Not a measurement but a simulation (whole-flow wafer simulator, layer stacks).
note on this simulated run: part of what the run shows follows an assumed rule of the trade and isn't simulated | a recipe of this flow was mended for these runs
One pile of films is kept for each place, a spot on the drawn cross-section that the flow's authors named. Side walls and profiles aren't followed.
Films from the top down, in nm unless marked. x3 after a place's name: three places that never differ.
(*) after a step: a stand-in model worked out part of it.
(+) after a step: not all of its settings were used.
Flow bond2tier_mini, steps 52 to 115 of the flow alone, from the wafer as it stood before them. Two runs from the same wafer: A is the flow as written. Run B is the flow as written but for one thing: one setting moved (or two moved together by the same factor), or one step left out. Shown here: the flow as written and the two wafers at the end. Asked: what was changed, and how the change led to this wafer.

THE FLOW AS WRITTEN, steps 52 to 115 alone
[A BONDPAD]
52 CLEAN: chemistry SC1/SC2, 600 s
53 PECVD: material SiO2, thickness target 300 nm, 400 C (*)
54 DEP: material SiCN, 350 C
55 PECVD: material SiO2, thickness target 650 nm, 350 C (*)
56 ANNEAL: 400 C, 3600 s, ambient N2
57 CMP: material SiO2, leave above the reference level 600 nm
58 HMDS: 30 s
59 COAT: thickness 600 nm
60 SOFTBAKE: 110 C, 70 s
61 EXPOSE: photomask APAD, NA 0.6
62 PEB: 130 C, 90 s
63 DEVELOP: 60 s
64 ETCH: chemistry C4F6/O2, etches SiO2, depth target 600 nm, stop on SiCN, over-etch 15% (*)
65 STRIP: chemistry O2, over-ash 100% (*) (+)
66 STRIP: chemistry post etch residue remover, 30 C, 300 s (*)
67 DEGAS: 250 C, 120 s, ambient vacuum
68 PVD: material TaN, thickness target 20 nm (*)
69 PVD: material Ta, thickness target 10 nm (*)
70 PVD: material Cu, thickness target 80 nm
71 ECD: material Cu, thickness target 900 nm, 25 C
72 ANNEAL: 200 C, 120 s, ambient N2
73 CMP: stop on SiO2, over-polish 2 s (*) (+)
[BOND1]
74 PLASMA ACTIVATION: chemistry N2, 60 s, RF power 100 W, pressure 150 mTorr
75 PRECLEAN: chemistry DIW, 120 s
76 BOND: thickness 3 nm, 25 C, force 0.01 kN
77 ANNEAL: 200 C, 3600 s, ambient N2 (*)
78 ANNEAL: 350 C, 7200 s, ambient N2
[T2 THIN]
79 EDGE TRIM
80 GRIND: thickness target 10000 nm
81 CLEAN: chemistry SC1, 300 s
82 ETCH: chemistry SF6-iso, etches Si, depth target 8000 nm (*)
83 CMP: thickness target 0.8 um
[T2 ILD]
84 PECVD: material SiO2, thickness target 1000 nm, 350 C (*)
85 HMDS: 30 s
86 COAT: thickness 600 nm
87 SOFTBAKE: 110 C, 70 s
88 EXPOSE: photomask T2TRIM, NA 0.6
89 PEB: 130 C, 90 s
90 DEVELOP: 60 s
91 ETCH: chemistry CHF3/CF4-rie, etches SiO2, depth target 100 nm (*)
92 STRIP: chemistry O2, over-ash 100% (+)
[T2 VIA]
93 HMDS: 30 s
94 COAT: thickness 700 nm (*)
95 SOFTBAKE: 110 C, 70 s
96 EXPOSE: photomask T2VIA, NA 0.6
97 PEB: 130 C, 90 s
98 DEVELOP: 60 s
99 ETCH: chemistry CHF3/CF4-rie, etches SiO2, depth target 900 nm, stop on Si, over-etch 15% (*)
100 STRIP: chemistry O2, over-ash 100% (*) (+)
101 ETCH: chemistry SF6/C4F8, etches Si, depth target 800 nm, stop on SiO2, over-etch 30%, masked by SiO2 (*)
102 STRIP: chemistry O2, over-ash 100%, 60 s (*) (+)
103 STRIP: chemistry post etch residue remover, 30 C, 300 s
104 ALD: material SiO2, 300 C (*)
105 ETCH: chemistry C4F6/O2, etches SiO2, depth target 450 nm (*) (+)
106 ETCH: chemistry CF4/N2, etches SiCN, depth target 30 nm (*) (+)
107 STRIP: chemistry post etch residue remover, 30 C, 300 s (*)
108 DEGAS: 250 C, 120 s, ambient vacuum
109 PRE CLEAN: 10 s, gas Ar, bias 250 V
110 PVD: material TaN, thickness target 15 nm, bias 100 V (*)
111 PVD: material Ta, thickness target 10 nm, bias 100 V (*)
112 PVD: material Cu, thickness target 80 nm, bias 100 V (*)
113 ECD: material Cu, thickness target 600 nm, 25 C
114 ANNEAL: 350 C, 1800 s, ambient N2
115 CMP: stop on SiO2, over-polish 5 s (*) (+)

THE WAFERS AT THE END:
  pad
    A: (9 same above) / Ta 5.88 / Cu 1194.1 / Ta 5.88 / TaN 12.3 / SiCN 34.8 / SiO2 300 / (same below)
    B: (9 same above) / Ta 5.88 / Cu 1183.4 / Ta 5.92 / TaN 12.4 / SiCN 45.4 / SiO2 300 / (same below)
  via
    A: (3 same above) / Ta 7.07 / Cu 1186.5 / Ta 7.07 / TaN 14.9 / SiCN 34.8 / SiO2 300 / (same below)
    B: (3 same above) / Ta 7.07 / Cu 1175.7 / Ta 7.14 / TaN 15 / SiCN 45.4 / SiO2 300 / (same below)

The cause: step 64, ETCH: depth target 545.6 nm was run, where the flow has depth target 600 nm.

How the change led to this, step by step:
  64 ETCH: chemistry C4F6/O2, etches SiO2, depth target 600 nm, stop on SiCN, over-etch 15% (*)
      pad, via: A SiO2 -600 (all of it), SiCN -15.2 | B SiO2 -600 (all of it), SiCN -4.63
      field: A thick-KrF-resist -115 | B thick-KrF-resist -104.6
  65 STRIP: chemistry O2, over-ash 100% (*) (+)
      field: A thick-KrF-resist -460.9 (all of it) | B thick-KrF-resist -471.4 (all of it)
